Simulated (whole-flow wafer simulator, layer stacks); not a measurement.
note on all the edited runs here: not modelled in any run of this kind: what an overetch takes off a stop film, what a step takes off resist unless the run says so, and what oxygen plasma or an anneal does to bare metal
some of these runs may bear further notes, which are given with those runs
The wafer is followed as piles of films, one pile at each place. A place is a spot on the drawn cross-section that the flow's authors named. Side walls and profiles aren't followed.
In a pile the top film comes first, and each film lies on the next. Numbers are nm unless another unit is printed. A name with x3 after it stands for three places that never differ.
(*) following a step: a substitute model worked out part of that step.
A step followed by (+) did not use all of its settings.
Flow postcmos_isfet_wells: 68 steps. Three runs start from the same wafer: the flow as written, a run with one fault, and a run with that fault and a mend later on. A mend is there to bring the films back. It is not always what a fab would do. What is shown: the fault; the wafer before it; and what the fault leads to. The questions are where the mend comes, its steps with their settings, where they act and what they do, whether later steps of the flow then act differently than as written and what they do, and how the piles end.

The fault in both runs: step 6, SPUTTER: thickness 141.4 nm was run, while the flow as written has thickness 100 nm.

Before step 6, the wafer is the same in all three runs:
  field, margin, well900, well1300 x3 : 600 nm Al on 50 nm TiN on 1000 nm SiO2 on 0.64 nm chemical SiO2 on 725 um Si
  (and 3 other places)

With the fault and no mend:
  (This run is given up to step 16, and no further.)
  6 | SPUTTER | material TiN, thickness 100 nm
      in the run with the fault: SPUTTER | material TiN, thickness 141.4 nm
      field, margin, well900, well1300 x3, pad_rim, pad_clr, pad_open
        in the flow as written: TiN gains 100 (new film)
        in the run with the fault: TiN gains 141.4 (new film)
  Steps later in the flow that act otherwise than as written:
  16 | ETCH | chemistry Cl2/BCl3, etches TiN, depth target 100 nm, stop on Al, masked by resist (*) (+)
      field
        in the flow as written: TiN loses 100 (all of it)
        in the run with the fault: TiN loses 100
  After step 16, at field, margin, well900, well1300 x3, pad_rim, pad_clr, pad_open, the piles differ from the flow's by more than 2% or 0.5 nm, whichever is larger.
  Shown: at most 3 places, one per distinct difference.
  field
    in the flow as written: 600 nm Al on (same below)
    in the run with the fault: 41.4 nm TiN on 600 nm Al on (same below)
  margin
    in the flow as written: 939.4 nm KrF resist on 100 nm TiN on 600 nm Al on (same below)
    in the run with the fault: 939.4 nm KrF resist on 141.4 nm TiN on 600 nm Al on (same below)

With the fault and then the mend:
  The mend stands after step 6.
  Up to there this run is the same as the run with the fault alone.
  6a | ETCH | chemistry peroxide tin strip, depth target 162.6 nm
      field, margin, well900, well1300 x3, pad_rim, pad_clr, pad_open
        TiN loses 141.4 (all of it)
  6b | SPUTTER | material TiN, thickness 100 nm (a further turn of the flow's step 6)
      field, margin, well900, well1300 x3, pad_rim, pad_clr, pad_open
        TiN gains 100 (new film)
  Every later step of the flow that is run acts as written at every place that is followed.
  By the end, the piles equal the flow's at every place that both follow.
